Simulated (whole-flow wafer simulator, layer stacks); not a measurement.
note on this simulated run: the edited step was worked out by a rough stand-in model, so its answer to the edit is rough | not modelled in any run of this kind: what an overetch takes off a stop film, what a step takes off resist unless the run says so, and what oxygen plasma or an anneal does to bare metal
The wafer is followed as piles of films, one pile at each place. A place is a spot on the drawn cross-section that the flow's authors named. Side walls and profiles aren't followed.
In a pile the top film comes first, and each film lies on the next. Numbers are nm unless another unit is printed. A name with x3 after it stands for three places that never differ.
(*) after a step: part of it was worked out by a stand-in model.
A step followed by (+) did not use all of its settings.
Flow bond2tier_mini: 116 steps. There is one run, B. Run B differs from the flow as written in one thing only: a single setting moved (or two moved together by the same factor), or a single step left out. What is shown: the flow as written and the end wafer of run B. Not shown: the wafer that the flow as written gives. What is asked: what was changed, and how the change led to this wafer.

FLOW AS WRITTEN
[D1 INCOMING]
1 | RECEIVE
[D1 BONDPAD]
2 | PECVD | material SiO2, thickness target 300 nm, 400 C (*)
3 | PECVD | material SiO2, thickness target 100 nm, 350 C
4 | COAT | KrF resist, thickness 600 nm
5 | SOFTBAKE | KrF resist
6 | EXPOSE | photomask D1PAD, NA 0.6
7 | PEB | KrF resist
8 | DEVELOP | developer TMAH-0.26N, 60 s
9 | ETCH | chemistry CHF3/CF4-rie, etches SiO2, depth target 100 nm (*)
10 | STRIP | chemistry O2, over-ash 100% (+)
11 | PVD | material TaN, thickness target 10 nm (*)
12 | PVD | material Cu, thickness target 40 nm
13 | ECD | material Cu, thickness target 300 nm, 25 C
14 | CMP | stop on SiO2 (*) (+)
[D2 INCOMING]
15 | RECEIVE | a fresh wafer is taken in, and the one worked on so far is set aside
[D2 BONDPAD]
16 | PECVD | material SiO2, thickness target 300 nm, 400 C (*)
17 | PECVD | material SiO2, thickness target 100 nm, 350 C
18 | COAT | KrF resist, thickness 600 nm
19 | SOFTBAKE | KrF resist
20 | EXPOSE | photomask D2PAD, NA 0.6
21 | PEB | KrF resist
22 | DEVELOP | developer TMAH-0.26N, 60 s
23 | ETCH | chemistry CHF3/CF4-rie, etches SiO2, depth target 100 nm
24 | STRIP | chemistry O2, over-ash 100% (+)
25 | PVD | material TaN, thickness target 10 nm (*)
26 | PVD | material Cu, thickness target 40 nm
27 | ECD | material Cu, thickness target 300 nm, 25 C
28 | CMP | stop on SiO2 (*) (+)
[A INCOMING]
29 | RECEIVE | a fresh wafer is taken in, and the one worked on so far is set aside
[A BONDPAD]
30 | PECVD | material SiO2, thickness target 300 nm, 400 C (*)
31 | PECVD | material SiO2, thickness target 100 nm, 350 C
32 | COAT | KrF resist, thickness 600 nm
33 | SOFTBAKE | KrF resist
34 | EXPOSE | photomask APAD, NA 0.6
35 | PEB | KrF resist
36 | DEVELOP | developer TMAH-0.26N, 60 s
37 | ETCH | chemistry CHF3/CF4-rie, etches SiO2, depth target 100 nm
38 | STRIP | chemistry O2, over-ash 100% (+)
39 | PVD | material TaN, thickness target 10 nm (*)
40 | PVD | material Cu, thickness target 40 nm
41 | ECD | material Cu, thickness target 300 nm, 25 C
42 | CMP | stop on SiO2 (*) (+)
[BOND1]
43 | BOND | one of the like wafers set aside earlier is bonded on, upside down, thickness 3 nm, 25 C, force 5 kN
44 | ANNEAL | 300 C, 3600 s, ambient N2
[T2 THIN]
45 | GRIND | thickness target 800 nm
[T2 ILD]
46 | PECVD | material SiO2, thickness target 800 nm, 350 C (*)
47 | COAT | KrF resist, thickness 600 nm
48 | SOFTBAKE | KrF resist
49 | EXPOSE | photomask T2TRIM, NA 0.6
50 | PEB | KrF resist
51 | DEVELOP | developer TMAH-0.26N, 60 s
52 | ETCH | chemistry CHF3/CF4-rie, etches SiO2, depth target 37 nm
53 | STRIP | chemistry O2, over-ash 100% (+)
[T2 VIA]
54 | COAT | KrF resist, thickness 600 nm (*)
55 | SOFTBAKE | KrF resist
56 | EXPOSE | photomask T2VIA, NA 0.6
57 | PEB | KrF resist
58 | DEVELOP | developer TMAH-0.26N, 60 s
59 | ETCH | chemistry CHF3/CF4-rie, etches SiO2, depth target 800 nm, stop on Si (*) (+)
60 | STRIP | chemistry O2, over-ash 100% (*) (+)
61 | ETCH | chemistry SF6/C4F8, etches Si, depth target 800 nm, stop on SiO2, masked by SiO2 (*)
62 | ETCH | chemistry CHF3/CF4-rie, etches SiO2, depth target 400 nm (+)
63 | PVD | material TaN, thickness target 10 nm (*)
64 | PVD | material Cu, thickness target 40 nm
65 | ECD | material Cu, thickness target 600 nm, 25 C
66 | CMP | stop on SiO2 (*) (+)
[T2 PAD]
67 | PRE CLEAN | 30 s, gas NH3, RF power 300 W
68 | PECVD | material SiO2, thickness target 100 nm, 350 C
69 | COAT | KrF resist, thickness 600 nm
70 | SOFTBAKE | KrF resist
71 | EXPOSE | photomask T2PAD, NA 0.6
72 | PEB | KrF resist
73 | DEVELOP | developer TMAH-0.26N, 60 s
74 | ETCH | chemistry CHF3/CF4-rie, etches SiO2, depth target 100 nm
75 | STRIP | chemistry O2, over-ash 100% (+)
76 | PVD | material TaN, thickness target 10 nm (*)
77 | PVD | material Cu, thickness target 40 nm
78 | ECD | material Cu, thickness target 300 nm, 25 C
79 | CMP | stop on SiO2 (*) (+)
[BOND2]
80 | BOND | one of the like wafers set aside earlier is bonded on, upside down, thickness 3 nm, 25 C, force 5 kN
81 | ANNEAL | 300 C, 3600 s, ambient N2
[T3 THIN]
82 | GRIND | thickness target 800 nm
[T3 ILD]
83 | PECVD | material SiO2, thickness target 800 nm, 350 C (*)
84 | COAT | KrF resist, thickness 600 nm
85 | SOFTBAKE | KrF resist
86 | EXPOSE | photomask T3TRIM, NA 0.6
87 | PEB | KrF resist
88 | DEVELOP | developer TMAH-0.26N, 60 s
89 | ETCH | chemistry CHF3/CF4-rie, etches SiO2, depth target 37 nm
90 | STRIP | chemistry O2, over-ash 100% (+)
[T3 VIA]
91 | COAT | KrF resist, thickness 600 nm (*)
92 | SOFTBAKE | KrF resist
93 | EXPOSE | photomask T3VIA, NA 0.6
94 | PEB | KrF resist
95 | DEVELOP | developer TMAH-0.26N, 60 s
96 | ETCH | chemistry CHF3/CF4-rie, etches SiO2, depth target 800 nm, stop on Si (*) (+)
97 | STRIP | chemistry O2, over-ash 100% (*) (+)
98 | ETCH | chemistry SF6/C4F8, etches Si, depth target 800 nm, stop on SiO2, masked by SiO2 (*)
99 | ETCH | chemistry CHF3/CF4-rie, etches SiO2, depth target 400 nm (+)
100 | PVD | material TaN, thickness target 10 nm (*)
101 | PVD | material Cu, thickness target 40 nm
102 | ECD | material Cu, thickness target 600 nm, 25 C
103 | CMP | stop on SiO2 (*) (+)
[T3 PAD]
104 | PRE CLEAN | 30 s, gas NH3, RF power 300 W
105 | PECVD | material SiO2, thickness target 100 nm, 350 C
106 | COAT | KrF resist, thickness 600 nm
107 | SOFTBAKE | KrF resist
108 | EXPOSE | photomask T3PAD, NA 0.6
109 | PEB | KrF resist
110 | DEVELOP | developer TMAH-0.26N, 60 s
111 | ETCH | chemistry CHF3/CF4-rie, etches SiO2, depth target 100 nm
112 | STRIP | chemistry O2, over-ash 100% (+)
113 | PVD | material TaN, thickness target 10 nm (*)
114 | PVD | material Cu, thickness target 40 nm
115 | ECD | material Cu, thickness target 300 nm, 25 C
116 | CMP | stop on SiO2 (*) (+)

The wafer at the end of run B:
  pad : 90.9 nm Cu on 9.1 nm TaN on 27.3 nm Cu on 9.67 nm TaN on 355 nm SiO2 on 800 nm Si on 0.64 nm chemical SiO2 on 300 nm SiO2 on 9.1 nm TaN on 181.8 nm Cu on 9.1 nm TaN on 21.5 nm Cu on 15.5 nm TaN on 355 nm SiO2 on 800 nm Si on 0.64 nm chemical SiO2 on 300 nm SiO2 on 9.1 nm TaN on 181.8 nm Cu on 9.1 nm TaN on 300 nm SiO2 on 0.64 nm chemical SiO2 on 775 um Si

What caused this: step 63, PVD: thickness target 16 nm was run, though the flow has thickness target 10 nm.

The path from the change to this, step by step:
  63 | PVD | material TaN, thickness target 10 nm (*)
      field: TaN gains 16 (new film) (it would be, as written: TaN gains 10 (new film))
      pad: TaN gains 15.5 (new film) (it would be, as written: TaN gains 9.67 (new film))
  66 | CMP | stop on SiO2 (*) (+)
      field: Cu loses 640 (all of it), TaN loses 16 (all of it) (it would be, as written: Cu loses 640 (all of it), TaN loses 10 (all of it))
